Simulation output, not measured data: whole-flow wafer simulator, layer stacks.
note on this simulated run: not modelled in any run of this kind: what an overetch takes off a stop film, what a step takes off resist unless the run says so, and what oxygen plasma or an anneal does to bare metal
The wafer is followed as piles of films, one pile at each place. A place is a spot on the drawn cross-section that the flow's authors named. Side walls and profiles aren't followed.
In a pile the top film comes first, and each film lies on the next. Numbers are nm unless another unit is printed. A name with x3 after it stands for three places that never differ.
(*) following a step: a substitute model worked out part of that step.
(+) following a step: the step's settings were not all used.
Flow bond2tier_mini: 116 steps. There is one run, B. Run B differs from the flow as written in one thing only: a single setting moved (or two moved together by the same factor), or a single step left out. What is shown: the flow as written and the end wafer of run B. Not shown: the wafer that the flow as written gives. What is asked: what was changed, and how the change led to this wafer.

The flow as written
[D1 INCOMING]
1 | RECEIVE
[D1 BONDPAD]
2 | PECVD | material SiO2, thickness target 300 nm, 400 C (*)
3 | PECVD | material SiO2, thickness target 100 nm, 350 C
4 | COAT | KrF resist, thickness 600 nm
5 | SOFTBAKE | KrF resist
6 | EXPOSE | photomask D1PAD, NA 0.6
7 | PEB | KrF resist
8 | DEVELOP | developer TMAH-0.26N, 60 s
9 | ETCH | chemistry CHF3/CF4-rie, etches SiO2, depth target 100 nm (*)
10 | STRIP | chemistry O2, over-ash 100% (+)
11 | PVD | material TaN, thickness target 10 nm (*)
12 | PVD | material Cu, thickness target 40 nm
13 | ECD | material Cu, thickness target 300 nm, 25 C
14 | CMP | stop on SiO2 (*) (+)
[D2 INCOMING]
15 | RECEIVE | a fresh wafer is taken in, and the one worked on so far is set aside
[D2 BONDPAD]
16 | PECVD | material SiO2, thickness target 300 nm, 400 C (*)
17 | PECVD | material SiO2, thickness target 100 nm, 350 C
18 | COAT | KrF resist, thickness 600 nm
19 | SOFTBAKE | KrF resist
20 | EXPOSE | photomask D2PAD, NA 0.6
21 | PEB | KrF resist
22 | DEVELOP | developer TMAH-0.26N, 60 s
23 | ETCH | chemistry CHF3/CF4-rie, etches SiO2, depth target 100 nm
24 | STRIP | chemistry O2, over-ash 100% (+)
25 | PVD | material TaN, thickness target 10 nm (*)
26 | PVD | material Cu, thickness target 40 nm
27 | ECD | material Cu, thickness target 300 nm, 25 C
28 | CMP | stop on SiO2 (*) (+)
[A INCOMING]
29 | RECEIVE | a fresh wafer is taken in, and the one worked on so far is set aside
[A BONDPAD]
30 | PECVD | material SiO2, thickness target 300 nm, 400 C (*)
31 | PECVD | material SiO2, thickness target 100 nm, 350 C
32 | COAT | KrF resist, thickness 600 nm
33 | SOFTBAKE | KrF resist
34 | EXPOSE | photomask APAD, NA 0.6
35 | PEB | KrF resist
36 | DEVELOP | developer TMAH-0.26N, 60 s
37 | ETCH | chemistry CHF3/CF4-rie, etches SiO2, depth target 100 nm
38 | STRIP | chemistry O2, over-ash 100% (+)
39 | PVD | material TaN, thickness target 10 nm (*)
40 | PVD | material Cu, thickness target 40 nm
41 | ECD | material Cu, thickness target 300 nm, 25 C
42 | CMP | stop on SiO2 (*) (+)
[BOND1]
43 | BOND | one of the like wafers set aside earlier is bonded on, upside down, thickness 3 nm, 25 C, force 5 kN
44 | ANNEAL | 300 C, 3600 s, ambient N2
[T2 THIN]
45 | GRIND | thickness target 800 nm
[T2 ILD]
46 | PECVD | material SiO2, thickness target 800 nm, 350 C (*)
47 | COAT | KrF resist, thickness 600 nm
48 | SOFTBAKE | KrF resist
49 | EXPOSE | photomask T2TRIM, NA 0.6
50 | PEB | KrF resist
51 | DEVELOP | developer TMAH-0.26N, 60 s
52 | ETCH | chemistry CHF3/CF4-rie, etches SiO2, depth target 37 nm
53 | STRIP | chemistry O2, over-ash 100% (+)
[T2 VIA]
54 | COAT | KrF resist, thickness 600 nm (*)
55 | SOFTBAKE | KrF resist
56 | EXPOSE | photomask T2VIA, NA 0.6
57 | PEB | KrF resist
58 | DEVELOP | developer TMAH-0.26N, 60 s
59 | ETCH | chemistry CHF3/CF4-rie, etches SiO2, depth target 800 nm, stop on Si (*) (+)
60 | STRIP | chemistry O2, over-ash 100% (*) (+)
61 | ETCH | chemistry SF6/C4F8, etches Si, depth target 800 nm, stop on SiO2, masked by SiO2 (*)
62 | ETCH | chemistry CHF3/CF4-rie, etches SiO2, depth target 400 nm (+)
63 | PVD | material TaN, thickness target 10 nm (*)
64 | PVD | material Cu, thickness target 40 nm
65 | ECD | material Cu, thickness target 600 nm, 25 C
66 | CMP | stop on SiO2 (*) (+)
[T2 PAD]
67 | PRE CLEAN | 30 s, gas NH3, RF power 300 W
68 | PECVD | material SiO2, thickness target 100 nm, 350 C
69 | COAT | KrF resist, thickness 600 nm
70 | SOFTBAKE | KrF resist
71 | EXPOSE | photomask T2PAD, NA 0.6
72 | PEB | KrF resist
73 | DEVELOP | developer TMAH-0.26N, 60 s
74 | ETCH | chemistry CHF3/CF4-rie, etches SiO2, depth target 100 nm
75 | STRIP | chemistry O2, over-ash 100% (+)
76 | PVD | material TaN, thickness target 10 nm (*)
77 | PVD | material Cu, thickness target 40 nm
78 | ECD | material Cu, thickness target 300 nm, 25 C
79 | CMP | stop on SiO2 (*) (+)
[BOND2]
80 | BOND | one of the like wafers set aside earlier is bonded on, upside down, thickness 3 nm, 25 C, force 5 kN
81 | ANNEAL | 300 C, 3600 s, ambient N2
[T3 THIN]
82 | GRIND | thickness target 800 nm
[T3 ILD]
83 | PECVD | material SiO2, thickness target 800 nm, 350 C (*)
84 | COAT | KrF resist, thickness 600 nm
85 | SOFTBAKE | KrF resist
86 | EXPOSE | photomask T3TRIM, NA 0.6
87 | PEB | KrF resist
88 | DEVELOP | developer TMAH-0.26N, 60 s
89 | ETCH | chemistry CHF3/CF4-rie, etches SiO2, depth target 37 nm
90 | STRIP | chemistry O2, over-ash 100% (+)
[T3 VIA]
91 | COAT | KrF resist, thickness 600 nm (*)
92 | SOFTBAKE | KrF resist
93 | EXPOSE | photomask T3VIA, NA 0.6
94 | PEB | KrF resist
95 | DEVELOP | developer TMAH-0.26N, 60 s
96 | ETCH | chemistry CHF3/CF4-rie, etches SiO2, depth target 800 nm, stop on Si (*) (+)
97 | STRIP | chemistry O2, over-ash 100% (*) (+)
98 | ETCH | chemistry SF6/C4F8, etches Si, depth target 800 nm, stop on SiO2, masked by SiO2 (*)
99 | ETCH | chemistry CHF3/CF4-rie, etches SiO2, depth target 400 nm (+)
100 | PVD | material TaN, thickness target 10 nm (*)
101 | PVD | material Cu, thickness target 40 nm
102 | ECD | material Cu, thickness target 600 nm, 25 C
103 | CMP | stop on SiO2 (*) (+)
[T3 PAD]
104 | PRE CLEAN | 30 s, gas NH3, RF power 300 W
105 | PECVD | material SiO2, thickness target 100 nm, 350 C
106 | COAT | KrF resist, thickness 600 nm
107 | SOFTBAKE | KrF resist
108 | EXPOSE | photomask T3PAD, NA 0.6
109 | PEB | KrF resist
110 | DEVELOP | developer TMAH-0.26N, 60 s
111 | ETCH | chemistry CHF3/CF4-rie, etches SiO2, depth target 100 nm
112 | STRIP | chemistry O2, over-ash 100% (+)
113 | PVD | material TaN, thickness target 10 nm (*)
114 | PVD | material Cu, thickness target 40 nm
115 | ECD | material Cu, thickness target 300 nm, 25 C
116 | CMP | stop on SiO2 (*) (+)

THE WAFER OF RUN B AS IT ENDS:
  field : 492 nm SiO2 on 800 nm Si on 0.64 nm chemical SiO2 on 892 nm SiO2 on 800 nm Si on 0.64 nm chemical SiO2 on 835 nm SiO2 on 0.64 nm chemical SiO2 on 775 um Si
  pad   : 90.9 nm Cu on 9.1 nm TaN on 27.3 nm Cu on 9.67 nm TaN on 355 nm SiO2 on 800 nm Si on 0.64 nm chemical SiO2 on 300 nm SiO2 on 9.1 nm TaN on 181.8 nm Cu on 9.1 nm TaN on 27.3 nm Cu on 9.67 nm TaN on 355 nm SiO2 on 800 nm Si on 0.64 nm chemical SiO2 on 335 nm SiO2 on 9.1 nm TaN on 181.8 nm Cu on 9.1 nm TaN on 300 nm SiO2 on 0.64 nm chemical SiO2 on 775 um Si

What caused this: step 3, PECVD: thickness target 135 nm was run, whereas the flow has thickness target 100 nm.

Step by step, how the change led to this:
  3 | PECVD | material SiO2, thickness target 100 nm, 350 C
      field, pad, via: +135 SiO2 (in the flow as written it would be: +100 SiO2)
  43 | BOND | one of the like wafers set aside earlier is bonded on, upside down, thickness 3 nm, 25 C, force 5 kN
      field: +775 um Si (new film), +0.64 chemical SiO2 (new film), +435 SiO2 (in the flow as written it would be: +775 um Si (new film), +0.64 chemical SiO2 (new film), +400 SiO2)
      pad: +775 um Si (new film), +0.64 chemical SiO2 (new film), +335 SiO2 (new film), +9.1 TaN (new film), +90.9 Cu (in the flow as written it would be: +775 um Si (new film), +0.64 chemical SiO2 (new film), +300 SiO2 (new film), +9.1 TaN (new film), +90.9 Cu)
      (also at 1 further place)
